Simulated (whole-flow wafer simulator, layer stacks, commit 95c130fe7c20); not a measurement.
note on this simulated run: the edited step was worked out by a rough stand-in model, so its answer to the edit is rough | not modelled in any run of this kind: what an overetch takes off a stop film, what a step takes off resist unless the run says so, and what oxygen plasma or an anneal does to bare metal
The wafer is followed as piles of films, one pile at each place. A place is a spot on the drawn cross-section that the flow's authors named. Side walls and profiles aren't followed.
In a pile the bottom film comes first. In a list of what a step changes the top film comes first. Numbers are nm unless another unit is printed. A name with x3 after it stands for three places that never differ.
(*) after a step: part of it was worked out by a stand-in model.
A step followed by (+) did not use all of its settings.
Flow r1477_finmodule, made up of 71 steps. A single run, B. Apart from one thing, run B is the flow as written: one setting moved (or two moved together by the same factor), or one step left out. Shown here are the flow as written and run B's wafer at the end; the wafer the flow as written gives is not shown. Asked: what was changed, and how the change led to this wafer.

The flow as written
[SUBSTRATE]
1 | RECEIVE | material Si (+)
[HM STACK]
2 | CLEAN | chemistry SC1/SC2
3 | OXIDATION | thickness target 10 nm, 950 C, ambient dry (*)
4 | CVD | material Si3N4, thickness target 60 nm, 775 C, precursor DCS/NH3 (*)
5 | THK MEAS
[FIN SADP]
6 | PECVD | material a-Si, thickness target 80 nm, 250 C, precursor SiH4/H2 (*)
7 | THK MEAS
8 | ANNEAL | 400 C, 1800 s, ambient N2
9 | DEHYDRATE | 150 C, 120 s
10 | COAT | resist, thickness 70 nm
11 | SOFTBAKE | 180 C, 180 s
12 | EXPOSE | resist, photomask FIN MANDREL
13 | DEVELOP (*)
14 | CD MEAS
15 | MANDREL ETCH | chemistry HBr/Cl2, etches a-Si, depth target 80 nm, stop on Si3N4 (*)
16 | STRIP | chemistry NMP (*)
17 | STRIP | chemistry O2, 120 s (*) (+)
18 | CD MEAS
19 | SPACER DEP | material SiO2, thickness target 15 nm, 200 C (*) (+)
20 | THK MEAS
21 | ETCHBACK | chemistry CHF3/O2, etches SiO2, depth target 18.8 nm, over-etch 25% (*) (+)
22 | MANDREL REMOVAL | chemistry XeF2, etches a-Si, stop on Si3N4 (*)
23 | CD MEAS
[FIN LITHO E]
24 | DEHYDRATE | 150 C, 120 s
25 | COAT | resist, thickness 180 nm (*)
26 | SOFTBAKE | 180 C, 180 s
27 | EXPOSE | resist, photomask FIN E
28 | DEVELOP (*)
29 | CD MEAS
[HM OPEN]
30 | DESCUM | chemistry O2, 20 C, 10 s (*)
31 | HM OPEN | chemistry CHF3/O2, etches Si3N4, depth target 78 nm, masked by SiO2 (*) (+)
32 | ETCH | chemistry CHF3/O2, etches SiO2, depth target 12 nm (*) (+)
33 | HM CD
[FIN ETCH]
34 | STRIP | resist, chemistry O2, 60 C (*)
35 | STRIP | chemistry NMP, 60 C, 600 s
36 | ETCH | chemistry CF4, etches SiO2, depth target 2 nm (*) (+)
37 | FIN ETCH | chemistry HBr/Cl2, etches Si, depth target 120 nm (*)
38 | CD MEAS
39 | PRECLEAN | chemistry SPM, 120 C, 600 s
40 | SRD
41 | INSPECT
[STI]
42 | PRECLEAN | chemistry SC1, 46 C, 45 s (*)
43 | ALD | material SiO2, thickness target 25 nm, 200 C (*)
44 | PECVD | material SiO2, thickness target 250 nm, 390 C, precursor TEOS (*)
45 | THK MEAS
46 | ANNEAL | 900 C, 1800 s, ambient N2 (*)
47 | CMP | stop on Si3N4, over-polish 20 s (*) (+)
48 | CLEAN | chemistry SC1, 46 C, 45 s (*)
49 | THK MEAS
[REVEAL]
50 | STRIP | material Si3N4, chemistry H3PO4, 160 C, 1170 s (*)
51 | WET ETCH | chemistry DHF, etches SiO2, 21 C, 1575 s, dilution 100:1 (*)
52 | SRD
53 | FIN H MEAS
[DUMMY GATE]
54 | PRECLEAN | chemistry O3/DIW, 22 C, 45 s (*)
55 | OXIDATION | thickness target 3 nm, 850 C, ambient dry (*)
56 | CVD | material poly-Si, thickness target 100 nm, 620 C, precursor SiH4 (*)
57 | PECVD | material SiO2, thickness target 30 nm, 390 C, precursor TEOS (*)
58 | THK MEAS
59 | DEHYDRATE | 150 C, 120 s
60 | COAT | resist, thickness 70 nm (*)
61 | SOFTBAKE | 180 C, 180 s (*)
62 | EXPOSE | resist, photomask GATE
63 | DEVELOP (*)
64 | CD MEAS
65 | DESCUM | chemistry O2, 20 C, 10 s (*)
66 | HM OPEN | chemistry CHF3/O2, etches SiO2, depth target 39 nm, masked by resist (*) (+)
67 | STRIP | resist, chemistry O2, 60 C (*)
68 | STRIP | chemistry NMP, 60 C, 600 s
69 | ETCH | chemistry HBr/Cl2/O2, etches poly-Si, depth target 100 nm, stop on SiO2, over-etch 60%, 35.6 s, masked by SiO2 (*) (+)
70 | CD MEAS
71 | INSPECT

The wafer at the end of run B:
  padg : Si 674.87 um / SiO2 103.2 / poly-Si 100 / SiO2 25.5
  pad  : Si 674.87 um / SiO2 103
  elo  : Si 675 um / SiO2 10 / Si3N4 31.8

What caused this: step 69, ETCH: depth target 85 nm was run, while the flow as written has depth target 100 nm; step 69, ETCH: 30.3 s was run, where the flow has 35.6 s.

The path from the change to this, step by step:
  69 | ETCH | chemistry HBr/Cl2/O2, etches poly-Si, depth target 100 nm, stop on SiO2, over-etch 60%, 35.6 s, masked by SiO2 (*) (+)
      padg, elg, esg and 15 more: SiO2 loses 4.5 (it would be, as written: SiO2 loses 5.3)
